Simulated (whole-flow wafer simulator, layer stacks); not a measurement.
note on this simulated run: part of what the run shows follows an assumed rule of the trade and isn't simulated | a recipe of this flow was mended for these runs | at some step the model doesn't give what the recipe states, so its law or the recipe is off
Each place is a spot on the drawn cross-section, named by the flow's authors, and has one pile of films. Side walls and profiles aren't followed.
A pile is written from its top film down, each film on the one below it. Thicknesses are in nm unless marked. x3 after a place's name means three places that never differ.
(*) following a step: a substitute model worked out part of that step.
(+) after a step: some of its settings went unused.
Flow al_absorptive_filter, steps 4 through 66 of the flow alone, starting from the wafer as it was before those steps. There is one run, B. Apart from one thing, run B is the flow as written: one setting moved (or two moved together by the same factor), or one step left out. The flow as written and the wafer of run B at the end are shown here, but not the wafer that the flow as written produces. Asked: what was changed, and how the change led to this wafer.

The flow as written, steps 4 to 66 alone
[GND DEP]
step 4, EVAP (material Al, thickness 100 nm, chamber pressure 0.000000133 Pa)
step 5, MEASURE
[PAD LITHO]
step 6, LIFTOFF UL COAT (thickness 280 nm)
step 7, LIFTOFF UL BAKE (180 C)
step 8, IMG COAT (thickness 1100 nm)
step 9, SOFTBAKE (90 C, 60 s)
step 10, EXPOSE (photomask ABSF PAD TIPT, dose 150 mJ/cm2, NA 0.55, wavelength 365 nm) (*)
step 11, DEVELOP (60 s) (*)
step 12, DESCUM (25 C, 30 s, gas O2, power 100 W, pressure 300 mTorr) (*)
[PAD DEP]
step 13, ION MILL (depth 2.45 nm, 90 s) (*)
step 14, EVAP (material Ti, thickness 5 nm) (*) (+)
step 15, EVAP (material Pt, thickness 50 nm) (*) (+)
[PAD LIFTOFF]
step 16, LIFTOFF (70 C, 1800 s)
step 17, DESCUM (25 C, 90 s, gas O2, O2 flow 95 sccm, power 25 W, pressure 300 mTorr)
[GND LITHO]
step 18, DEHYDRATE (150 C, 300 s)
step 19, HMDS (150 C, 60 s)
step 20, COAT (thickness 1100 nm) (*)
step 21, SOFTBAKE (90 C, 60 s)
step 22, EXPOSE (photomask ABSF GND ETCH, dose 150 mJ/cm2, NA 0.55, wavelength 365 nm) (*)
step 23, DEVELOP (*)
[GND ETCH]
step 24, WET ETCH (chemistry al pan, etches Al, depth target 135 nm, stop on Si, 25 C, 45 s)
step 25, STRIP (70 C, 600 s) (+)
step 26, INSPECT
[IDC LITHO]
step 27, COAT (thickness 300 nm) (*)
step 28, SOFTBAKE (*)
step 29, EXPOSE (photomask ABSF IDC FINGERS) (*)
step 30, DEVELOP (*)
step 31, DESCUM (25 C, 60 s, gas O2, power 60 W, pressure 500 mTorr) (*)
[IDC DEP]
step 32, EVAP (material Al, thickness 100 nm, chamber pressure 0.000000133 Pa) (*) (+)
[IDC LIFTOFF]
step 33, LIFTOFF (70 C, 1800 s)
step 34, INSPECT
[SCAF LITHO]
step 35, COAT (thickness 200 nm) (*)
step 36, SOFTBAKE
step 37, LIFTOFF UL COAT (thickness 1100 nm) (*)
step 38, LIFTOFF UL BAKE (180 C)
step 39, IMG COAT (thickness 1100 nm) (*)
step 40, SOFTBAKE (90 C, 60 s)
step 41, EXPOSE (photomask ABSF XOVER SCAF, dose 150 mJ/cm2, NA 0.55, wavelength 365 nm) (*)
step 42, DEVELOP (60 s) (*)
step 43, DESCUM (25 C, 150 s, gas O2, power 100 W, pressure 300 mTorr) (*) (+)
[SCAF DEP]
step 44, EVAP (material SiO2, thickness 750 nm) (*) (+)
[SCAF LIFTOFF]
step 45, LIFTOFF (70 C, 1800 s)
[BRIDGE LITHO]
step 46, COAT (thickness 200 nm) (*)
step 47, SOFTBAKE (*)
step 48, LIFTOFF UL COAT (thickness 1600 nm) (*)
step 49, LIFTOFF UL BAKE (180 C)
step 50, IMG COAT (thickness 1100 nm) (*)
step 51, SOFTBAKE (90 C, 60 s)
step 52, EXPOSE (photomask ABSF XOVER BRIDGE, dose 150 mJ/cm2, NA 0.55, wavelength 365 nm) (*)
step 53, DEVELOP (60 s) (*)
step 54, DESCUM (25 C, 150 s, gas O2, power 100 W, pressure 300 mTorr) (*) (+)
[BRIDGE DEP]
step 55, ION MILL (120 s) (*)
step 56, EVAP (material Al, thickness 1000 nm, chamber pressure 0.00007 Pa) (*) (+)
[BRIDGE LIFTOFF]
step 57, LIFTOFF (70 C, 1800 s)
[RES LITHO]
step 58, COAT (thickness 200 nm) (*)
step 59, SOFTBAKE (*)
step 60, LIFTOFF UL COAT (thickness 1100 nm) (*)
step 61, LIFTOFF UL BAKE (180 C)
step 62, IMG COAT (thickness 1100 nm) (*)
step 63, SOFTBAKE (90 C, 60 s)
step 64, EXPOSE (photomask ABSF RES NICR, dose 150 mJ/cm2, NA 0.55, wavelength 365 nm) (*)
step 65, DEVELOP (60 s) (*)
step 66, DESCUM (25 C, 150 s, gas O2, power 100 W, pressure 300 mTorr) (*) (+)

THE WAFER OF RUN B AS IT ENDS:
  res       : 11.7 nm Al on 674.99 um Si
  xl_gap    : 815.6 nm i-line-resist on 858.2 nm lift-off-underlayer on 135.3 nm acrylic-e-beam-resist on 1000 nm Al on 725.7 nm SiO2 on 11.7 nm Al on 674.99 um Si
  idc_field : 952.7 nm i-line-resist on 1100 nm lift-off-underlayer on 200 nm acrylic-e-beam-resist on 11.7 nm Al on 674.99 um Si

What caused this: step 4, EVAP: thickness 160 nm was run, while the flow as written has thickness 100 nm.

Step by step, how the change led to this:
  step 4, EVAP (material Al, thickness 100 nm, chamber pressure 0.000000133 Pa)
      gnd, pad_far, pad_near and 11 more: +160 Al (new film) (it would be, as written: +100 Al (new film))
  step 24, WET ETCH (chemistry al pan, etches Al, depth target 135 nm, stop on Si, 25 C, 45 s)
      res, xl_gap, idc_field, idc_line, idc_space: -135 Al (it would be, as written: -86.7 Al (all of it))
  step 27, COAT (thickness 300 nm) (*)
      ledge: +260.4 e-beam-resist (new film) (it would be, as written: +274.4 e-beam-resist (new film))
      res: +371.9 e-beam-resist (new film) (it would be, as written: +349.6 e-beam-resist (new film))
      (as well as at 2 more places)
  step 31, DESCUM (25 C, 60 s, gas O2, power 60 W, pressure 500 mTorr) (*)
      idc_line: nothing (it would be, as written: +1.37 chemical SiO2 (new film), -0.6 Si)
  step 32, EVAP (material Al, thickness 100 nm, chamber pressure 0.000000133 Pa) (*) (+)
      idc_line: +100 Al (it would be, as written: +100 Al (new film))
  step 33, LIFTOFF (70 C, 1800 s)
      ledge: -100 Al (all of it), -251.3 e-beam-resist (all of it) (it would be, as written: -100 Al (all of it), -265.3 e-beam-resist (all of it))
      res: -100 Al (all of it), -362.9 e-beam-resist (all of it) (it would be, as written: -100 Al (all of it), -340.6 e-beam-resist (all of it))
      (as well as at 2 more places)
  step 35, COAT (thickness 200 nm) (*)
      ledge: +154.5 acrylic-e-beam-resist (new film) (it would be, as written: +169.8 acrylic-e-beam-resist (new film))
      res: +243.8 acrylic-e-beam-resist (new film) (it would be, as written: +231.4 acrylic-e-beam-resist (new film))
      (as well as at 2 more places)
  step 37, LIFTOFF UL COAT (thickness 1100 nm) (*)
      res: +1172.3 lift-off-underlayer (new film) (it would be, as written: +1148.2 lift-off-underlayer (new film))
  step 43, DESCUM (25 C, 150 s, gas O2, power 100 W, pressure 300 mTorr) (*) (+)
      gnd, pad_far, pad_near and 7 more: -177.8 i-line-resist (it would be, as written: -159.6 i-line-resist)
      xl_gap: -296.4 acrylic-e-beam-resist (all of it) (it would be, as written: -265.9 acrylic-e-beam-resist (all of it))
      (as well as at 1 more place)
  step 45, LIFTOFF (70 C, 1800 s)
      ledge: -750 SiO2 (all of it), -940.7 i-line-resist (all of it), -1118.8 lift-off-underlayer (all of it), -154.5 acrylic-e-beam-resist (all of it) (it would be, as written: -750 SiO2 (all of it), -952.1 i-line-resist (all of it), -1114 lift-off-underlayer (all of it), -169.8 acrylic-e-beam-resist (all of it))
      res: -750 SiO2 (all of it), -946.5 i-line-resist (all of it), -1172.3 lift-off-underlayer (all of it), -243.8 acrylic-e-beam-resist (all of it) (it would be, as written: -750 SiO2 (all of it), -956.3 i-line-resist (all of it), -1148.2 lift-off-underlayer (all of it), -231.4 acrylic-e-beam-resist (all of it))
  step 46, COAT (thickness 200 nm) (*)
      ledge: +154.5 acrylic-e-beam-resist (new film) (it would be, as written: +169.8 acrylic-e-beam-resist (new film))
      res: +243.8 acrylic-e-beam-resist (new film) (it would be, as written: +231.4 acrylic-e-beam-resist (new film))
      (as well as at 2 more places)
  step 54, DESCUM (25 C, 150 s, gas O2, power 100 W, pressure 300 mTorr) (*) (+)
      xl_gap: -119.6 acrylic-e-beam-resist (all of it) (it would be, as written: -97.9 acrylic-e-beam-resist (all of it))
      xl_turn: -134.9 acrylic-e-beam-resist (all of it) (it would be, as written: -141.8 acrylic-e-beam-resist (all of it))
  step 57, LIFTOFF (70 C, 1800 s)
      ledge: -1000 Al (all of it), -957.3 i-line-resist (all of it), -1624 lift-off-underlayer (all of it), -154.5 acrylic-e-beam-resist (all of it) (it would be, as written: -1000 Al (all of it), -951.7 i-line-resist (all of it), -1617.2 lift-off-underlayer (all of it), -169.8 acrylic-e-beam-resist (all of it))
      res: -1000 Al (all of it), -960.8 i-line-resist (all of it), -1679.9 lift-off-underlayer (all of it), -243.8 acrylic-e-beam-resist (all of it) (it would be, as written: -1000 Al (all of it), -954.3 i-line-resist (all of it), -1653.2 lift-off-underlayer (all of it), -231.4 acrylic-e-beam-resist (all of it))
  step 58, COAT (thickness 200 nm) (*)
      ledge: +154.5 acrylic-e-beam-resist (new film) (it would be, as written: +169.8 acrylic-e-beam-resist (new film))
      res: +243.8 acrylic-e-beam-resist (new film) (it would be, as written: +231.4 acrylic-e-beam-resist (new film))
      (as well as at 2 more places)
  step 60, LIFTOFF UL COAT (thickness 1100 nm) (*)
      res: +1172.3 lift-off-underlayer (new film) (it would be, as written: +1148.2 lift-off-underlayer (new film))
      xl_gap: +858.2 lift-off-underlayer (new film) (it would be, as written: +831.4 lift-off-underlayer (new film))
  step 65, DEVELOP (60 s) (*)
      res: -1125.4 i-line-resist (all of it), -1172.3 lift-off-underlayer (all of it) (it would be, as written: -1116.9 i-line-resist (all of it), -1148.2 lift-off-underlayer (all of it))
  step 66, DESCUM (25 C, 150 s, gas O2, power 100 W, pressure 300 mTorr) (*) (+)
      gnd, pad_far, xa_field and 8 more: -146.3 i-line-resist (it would be, as written: -138.9 i-line-resist)
      ledge: -154.5 acrylic-e-beam-resist (all of it) (it would be, as written: -169.8 acrylic-e-beam-resist (all of it))
      (as well as at 1 more place)
Taking metal films that touch as one body, res has 1 body; the flow as written gives 0 bodies.
Taking metal films that touch as one body, xl_gap has 2 bodies (between them, from the top down: SiO2 725.7); the flow as written gives 1 body.
Taking metal films that touch as one body, idc_field has 1 body; the flow as written gives 0 bodies.
